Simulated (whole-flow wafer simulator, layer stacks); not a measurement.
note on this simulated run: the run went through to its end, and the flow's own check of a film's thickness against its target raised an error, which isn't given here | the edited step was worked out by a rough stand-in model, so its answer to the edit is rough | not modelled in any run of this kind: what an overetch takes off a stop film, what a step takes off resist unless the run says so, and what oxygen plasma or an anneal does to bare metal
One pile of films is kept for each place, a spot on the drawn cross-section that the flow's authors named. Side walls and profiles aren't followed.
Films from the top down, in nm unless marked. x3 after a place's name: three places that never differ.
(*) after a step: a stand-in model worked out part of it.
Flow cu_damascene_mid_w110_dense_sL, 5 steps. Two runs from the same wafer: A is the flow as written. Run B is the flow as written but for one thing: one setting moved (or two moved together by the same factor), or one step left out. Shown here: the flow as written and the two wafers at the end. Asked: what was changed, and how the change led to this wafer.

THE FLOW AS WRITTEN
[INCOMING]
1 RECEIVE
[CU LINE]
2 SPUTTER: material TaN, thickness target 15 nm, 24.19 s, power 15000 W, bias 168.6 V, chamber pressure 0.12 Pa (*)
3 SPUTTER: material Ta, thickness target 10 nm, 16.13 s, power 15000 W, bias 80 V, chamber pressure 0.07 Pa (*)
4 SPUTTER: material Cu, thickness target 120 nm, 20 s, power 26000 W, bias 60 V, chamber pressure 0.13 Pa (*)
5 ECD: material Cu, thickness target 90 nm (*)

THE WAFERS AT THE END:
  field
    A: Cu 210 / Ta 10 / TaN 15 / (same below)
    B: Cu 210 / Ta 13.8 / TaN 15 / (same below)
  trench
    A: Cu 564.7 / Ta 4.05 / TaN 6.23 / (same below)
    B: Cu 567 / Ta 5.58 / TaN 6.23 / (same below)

The cause: step 3, SPUTTER: thickness target 13.8 nm was run, where the flow has thickness target 10 nm; step 3, SPUTTER: 22.18 s was run, where the flow has 16.13 s.
It can be read off the wafer: field has Ta 13.8, and step 3 as written asks for 10 nm.

How the change led to this, step by step:
  3 SPUTTER: material Ta, thickness target 10 nm, 16.13 s, power 15000 W, bias 80 V, chamber pressure 0.07 Pa (*)
      field: A Ta +10 (new film) | B Ta +13.8 (new film)
      trench: A Ta +4.05 (new film) | B Ta +5.58 (new film)
